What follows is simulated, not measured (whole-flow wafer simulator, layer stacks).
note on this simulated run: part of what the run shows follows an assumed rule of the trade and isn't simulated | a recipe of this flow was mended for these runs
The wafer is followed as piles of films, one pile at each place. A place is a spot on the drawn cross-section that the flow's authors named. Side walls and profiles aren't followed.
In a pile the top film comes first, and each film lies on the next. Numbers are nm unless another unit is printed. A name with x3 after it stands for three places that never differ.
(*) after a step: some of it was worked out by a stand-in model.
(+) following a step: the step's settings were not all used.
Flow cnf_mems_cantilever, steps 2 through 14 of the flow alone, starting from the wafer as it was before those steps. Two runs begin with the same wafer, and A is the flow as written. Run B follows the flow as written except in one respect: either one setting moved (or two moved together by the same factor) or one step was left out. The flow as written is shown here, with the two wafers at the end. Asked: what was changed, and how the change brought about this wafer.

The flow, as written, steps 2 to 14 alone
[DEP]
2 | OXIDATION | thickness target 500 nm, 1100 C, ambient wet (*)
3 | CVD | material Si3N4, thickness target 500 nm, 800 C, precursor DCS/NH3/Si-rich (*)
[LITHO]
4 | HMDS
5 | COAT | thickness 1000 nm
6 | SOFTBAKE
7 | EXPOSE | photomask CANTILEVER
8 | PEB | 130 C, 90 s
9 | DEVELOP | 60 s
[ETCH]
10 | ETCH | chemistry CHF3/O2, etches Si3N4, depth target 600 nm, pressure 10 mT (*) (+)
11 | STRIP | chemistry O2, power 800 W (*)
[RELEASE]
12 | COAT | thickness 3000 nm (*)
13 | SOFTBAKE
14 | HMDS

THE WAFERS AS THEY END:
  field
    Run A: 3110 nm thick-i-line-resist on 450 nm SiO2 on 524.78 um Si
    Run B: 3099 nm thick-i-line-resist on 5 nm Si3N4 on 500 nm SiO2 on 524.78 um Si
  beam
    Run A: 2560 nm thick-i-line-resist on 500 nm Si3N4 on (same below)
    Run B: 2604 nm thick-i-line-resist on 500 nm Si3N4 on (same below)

The reason: step 10, ETCH: depth target 495 nm was run, though the flow has depth target 600 nm.

The path from the change to this, step by step:
  10 | ETCH | chemistry CHF3/O2, etches Si3N4, depth target 600 nm, pressure 10 mT (*) (+)
      field: A -500 Si3N4 (all of it), -50 SiO2 | B -495 Si3N4
      beam: A -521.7 KrF-resist | B -430.4 KrF-resist
  11 | STRIP | chemistry O2, power 800 W (*)
      beam: A -460.9 KrF-resist (all of it) | B -552.2 KrF-resist (all of it)
  13 | SOFTBAKE
      field: A +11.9 thick-i-line-resist | B +10.5 thick-i-line-resist
      beam: A -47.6 thick-i-line-resist | B -42 thick-i-line-resist
